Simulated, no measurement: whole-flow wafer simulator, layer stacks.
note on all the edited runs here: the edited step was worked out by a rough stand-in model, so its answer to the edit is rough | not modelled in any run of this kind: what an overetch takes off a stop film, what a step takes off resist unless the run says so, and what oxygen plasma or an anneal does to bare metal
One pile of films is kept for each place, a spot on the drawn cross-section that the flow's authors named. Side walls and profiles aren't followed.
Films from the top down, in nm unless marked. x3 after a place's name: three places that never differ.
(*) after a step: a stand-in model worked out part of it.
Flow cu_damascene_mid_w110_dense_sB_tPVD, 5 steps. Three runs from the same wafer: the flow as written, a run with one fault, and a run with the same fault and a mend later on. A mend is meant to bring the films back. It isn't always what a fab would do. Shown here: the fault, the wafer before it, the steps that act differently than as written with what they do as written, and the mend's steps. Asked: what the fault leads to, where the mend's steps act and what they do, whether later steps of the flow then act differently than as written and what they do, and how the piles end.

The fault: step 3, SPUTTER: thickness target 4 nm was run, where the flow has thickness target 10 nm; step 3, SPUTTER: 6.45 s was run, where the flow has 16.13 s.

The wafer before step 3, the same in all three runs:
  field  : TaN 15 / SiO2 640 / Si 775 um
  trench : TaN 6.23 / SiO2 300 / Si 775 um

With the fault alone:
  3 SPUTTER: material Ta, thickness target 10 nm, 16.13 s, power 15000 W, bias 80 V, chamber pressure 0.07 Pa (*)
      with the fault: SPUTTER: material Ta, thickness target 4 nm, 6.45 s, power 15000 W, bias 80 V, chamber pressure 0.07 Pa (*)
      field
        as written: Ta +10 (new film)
        with the fault: Ta +4 (new film)
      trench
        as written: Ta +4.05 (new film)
        with the fault: Ta +1.62 (new film)
  No later step of the flow acts differently than as written, at any place that is followed, by more than 2% or 0.5 nm, whichever is larger.
  At the end the piles differ from the flow's by more than 2% or 0.5 nm, whichever is larger, at field, trench.
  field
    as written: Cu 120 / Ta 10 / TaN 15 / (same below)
    with the fault: Cu 120 / Ta 4 / TaN 15 / (same below)
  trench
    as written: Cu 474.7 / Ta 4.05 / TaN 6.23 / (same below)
    with the fault: Cu 471.2 / Ta 1.62 / TaN 6.23 / (same below)

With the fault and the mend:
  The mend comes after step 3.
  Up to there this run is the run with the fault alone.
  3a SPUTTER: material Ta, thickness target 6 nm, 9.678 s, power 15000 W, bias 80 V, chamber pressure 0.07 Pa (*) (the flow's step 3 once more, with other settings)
      field
        Ta +6
      trench
        Ta +2.39
  No later step of the flow acts differently than as written, at any place that is followed, by more than 2% or 0.5 nm, whichever is larger.
  At the end the piles differ from the flow's only slightly at the places that both follow, by at most 2% or 0.5 nm, whichever is larger.
